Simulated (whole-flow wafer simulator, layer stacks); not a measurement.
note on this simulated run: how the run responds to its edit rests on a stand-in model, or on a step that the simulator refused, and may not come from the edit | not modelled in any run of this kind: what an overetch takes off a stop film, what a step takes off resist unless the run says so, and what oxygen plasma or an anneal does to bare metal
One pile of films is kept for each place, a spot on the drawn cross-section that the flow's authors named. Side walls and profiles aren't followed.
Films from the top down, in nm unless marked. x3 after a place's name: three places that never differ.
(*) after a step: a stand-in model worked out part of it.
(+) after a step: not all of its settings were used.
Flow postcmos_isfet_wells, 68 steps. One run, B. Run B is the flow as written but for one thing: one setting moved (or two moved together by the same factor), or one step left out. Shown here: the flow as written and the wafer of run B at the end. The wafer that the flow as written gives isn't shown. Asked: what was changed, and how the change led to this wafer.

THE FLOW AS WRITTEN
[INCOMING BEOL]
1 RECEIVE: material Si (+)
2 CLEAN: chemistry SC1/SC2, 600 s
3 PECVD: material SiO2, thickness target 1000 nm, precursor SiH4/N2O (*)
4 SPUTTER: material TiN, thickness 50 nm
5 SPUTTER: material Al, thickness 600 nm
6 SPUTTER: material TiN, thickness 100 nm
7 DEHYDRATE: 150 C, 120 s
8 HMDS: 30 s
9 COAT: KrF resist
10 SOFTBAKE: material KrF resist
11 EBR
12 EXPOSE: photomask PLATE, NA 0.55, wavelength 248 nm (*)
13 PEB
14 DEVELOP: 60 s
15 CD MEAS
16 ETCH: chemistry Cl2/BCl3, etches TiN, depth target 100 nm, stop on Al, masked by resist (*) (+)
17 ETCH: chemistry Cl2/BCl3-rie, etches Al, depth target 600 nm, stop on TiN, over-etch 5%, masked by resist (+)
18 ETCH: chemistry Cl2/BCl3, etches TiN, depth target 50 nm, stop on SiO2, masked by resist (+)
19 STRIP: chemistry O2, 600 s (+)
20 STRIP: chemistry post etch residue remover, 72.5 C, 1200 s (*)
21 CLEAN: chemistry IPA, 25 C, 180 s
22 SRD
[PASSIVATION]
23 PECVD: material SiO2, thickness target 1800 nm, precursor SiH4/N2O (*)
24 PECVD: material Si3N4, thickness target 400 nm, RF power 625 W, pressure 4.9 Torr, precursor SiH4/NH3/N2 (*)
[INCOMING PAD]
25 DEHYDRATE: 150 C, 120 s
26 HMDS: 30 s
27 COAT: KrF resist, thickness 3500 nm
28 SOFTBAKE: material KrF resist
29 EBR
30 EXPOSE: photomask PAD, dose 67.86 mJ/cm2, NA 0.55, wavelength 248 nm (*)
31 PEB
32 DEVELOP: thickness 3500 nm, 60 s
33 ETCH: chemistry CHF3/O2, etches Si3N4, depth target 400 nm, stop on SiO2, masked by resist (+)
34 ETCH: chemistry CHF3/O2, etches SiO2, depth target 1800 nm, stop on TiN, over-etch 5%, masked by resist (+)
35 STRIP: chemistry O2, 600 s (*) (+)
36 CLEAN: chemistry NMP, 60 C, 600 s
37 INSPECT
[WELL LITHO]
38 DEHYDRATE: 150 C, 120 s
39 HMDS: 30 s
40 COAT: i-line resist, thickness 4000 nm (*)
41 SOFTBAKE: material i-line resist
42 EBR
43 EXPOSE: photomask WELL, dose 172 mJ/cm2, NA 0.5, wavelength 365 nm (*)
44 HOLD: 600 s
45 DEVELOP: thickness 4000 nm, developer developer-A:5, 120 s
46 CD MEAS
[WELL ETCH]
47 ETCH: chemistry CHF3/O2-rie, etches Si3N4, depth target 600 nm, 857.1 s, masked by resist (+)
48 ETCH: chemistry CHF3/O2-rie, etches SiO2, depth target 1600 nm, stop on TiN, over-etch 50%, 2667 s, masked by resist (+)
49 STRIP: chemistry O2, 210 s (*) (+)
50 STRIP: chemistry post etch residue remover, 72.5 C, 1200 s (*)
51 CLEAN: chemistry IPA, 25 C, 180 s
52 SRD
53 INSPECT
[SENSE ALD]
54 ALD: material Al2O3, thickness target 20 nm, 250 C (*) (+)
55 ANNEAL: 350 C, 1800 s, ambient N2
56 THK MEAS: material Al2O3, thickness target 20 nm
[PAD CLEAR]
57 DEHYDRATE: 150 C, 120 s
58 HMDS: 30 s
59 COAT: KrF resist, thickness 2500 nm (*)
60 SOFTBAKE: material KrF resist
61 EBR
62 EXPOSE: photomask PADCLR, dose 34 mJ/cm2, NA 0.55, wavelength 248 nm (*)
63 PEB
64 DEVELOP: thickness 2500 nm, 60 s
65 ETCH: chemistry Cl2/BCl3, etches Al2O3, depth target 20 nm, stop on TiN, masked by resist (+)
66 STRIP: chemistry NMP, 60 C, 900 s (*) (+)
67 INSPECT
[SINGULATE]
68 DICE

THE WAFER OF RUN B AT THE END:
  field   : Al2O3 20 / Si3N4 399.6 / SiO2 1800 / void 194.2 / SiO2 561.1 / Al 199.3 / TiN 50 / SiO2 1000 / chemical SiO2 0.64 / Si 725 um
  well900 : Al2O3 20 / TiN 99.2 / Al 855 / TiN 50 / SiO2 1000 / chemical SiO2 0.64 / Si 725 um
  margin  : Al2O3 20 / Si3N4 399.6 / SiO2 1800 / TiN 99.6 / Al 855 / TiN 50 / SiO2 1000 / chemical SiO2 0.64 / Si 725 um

The cause: step 5, SPUTTER: thickness 855 nm was run, where the flow has thickness 600 nm.
It can be read off the wafer: well900 has Al 855, and step 5 as written asks for 600 nm.

How the change led to this, step by step:
  5 SPUTTER: material Al, thickness 600 nm
      field, margin, well900, well1300 x3, pad_rim, pad_clr, pad_open: Al +855 (new film) (as written it would be: Al +600 (new film))
  17 ETCH: chemistry Cl2/BCl3-rie, etches Al, depth target 600 nm, stop on TiN, over-etch 5%, masked by resist (+)
      field: Al -600 (as written it would be: Al -600 (all of it))
  18 ETCH: chemistry Cl2/BCl3, etches TiN, depth target 50 nm, stop on SiO2, masked by resist (+)
      field: Al -50 (as written it would be: TiN -50 (all of it))
  20 STRIP: chemistry post etch residue remover, 72.5 C, 1200 s (*)
      field: Al -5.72 (as written it would be: nothing)
  23 PECVD: material SiO2, thickness target 1800 nm, precursor SiH4/N2O (*)
      field: SiO2 +1800 (new film), void +194.2 (new film), SiO2 +561.1 (new film) (as written it would be: SiO2 +1800 (new film), void +189.9 (new film), SiO2 +559.7)
Counting metal films that touch as one body, field has 1 body; the flow as written gives 0 bodies.
